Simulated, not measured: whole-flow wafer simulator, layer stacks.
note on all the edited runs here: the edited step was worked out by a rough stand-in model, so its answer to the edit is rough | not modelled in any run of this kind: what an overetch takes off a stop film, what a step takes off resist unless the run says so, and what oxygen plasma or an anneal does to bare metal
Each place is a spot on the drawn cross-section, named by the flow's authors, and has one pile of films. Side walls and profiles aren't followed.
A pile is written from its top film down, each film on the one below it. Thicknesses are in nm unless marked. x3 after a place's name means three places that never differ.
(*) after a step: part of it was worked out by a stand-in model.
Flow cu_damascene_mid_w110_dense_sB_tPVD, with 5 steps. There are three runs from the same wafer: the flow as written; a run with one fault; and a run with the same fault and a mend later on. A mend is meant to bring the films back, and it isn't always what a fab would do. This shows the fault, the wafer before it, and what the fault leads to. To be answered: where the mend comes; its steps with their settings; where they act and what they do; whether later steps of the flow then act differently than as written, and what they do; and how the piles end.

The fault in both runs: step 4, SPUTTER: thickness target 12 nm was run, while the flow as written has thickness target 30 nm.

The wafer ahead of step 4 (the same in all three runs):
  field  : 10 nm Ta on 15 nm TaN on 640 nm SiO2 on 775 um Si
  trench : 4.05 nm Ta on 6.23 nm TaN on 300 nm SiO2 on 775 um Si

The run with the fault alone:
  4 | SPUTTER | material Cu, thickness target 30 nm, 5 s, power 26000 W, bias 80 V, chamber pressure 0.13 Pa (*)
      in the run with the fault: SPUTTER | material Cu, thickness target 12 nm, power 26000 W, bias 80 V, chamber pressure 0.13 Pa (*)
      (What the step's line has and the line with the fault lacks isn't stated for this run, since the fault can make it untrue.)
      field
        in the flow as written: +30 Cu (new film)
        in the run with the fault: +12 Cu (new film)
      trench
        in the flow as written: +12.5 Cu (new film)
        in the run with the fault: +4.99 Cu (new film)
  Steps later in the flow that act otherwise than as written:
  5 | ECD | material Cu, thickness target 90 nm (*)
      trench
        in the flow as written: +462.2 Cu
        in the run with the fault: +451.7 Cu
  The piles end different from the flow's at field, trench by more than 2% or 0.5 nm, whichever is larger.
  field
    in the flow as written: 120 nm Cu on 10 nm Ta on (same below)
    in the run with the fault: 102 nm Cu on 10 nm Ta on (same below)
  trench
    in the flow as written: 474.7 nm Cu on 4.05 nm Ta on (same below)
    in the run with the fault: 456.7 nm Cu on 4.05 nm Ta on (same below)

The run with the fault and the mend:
  After step 4 comes the mend.
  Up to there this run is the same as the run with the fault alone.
  4a | SPUTTER | material Cu, thickness target 18 nm, power 26000 W, bias 80 V, chamber pressure 0.13 Pa (*) (a further turn of the flow's step 4, with different settings)
      field
        +18 Cu
      trench
        +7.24 Cu
  Later steps of the flow that are run all act as written at every place that is followed, up to a difference of at most 2% or 0.5 nm, whichever is larger.
  The piles end the same as the flow's at every place that both follow.
